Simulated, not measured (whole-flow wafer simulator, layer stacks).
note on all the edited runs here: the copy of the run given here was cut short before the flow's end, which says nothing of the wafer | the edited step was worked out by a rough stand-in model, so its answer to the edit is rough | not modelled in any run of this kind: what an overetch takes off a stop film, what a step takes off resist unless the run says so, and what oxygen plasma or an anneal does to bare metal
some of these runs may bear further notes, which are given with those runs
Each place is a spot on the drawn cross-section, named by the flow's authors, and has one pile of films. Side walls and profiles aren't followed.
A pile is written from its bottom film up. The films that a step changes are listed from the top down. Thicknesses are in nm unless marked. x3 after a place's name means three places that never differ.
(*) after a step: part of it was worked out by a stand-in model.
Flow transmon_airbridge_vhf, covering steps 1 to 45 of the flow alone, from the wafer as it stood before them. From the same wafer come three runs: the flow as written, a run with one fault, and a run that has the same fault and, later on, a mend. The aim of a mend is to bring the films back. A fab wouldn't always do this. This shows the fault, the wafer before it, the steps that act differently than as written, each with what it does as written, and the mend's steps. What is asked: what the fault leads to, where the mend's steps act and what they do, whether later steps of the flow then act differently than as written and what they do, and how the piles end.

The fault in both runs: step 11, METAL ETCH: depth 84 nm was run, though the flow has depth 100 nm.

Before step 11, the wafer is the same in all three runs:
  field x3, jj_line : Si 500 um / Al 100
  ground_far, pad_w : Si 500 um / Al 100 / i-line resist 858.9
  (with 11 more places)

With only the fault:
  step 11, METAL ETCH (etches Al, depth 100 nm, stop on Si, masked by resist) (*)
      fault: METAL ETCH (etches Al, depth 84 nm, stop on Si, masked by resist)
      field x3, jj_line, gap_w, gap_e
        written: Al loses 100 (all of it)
        fault: Al loses 84
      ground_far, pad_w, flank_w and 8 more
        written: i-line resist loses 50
        fault: i-line resist loses 42
  Steps later in the flow that act otherwise than as written (20 other steps are not shown; they differ only slightly, by no more than 2% or 0.5 nm, whichever is larger):
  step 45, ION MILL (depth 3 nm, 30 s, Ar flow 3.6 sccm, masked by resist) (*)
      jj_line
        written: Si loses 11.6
        fault: Al loses 16 (all of it), Si loses 2.62
  At field x3, gap_w, gap_e, the piles at the end differ from the flow's by more than 2% or 0.5 nm, whichever is larger.
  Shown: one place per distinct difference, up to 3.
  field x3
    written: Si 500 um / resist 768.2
    fault: Si 500 um / Al 16 / resist 768.2
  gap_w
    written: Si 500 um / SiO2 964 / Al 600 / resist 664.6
    fault: Si 500 um / Al 16 / SiO2 964 / Al 600 / resist 660.1

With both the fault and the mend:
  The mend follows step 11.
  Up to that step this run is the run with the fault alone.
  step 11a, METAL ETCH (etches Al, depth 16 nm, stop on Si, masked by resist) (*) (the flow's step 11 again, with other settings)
      ground_far, pad_w, flank_w and 8 more
        i-line resist loses 8
      field x3, jj_line, gap_w, gap_e
        Al loses 16 (all of it)
  Every later step of the flow that is run acts as written at every place that is followed.
  The piles end the same as the flow's at every place that both follow.
